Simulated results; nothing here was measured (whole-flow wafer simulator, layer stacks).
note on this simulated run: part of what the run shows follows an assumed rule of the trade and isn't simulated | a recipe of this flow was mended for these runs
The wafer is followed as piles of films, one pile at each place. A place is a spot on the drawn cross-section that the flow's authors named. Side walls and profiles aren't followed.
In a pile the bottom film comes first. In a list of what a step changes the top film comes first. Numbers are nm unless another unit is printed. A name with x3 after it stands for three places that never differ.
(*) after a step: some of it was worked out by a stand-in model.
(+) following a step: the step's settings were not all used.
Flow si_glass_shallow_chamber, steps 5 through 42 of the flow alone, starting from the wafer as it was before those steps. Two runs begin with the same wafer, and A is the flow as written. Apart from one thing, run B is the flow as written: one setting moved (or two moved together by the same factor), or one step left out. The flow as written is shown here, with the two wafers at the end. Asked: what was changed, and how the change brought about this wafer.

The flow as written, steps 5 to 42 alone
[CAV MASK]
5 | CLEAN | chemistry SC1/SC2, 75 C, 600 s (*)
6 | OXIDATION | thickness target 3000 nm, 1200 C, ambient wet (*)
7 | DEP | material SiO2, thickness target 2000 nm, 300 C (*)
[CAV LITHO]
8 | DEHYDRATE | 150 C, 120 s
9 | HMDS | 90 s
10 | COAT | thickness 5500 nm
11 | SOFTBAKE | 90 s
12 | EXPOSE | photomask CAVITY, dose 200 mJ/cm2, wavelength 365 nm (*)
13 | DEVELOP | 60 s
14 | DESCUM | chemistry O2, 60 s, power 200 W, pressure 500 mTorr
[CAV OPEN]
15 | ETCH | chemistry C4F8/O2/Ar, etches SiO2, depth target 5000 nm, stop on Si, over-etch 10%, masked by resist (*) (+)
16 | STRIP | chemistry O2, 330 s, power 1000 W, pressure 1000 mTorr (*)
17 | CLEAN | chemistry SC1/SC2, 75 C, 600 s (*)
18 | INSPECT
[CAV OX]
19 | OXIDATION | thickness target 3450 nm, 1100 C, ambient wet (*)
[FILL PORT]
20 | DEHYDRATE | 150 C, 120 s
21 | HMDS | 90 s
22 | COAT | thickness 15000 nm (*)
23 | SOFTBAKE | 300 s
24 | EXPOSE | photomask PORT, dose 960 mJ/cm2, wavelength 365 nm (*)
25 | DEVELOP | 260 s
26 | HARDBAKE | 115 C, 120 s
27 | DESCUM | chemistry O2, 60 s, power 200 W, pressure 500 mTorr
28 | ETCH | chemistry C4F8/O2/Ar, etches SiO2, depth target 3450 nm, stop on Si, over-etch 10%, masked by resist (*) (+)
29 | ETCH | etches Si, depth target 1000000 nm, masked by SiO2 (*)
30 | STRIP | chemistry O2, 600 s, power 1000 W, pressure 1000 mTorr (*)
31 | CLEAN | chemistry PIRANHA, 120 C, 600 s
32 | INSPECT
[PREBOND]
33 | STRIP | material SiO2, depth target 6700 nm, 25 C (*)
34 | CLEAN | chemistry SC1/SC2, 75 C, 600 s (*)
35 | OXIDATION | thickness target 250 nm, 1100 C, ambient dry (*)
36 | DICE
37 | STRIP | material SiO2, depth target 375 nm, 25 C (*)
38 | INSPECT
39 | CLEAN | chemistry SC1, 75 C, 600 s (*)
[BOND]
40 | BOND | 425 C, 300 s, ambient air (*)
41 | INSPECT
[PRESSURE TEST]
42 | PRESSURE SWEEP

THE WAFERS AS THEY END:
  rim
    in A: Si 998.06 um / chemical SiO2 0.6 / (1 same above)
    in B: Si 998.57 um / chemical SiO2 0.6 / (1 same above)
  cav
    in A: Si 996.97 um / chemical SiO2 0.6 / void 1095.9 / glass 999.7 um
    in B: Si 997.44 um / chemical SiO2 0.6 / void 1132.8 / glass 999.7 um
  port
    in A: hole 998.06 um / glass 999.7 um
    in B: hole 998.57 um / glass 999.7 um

Cause: step 6, OXIDATION: thickness target 1500 nm was run, while the flow as written has thickness target 3000 nm.

Step by step, how the change led to this:
  6 | OXIDATION | thickness target 3000 nm, 1200 C, ambient wet (*)
      rim, ramp, cav, port, septum, ring: A +3000 SiO2 (new film), -0.6 chemical SiO2 (all of it), -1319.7 Si | B +1500 SiO2 (new film), -0.6 chemical SiO2 (all of it), -659.7 Si
  15 | ETCH | chemistry C4F8/O2/Ar, etches SiO2, depth target 5000 nm, stop on Si, over-etch 10%, masked by resist (*) (+)
      rim, ramp, septum, ring: A -1100 thick-i-line-resist | B -770 thick-i-line-resist
      cav, port: A -5000 SiO2 (all of it), -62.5 Si | B -3500 SiO2 (all of it), -250 Si
  16 | STRIP | chemistry O2, 330 s, power 1000 W, pressure 1000 mTorr (*)
      rim, ramp, septum, ring: A -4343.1 thick-i-line-resist (all of it) | B -4673.1 thick-i-line-resist (all of it)
  19 | OXIDATION | thickness target 3450 nm, 1100 C, ambient wet (*)
      rim, ramp, septum, ring: A +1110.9 SiO2, -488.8 Si | B +1453.2 SiO2, -639.4 Si
  22 | COAT | thickness 15000 nm (*)
      rim: A +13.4 um thick-i-line-resist (new film) | B +13.87 um thick-i-line-resist (new film)
      ramp: A +12.89 um thick-i-line-resist (new film) | B +13.51 um thick-i-line-resist (new film)
      (and at 4 other places as well)
  23 | SOFTBAKE | 300 s
      rim: A -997 thick-i-line-resist | B -685.7 thick-i-line-resist
      ramp: A -487.1 thick-i-line-resist | B -326.7 thick-i-line-resist
      (and at 4 other places as well)
  25 | DEVELOP | 260 s
      port: A -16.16 um thick-i-line-resist (all of it) | B -15.81 um thick-i-line-resist (all of it)
  26 | HARDBAKE | 115 C, 120 s
      rim, ramp: A -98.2 thick-i-line-resist | B -107.7 thick-i-line-resist
      cav: A -147.1 thick-i-line-resist | B -142.3 thick-i-line-resist
  29 | ETCH | etches Si, depth target 1000000 nm, masked by SiO2 (*)
      rim, ramp: A -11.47 um thick-i-line-resist (all of it), -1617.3 SiO2 | B -12.24 um thick-i-line-resist (all of it), -1208.7 SiO2
      port: A +997.05 um hole (new film), -997.05 um Si (all of it) | B +997.52 um hole (new film), -997.52 um Si (all of it)
      (and at 2 other places as well)
  30 | STRIP | chemistry O2, 600 s, power 1000 W, pressure 1000 mTorr (*)
      cav: A -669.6 thick-i-line-resist (all of it) | B -329 thick-i-line-resist (all of it)
  33 | STRIP | material SiO2, depth target 6700 nm, 25 C (*)
      rim: A -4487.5 SiO2 (all of it) | B -3738.5 SiO2 (all of it)
      ramp: A -4487.5 SiO2 (all of it) | B -3738.4 SiO2 (all of it)
      (and at 2 other places as well)
  40 | BOND | 425 C, 300 s, ambient air (*)
      cav: A +999.7 um glass (new film), +1095.9 void (new film) | B +999.7 um glass (new film), +1132.8 void (new film)
      port: A +999.7 um glass (new film), +1017.3 hole | B +999.7 um glass (new film), +1054.1 hole
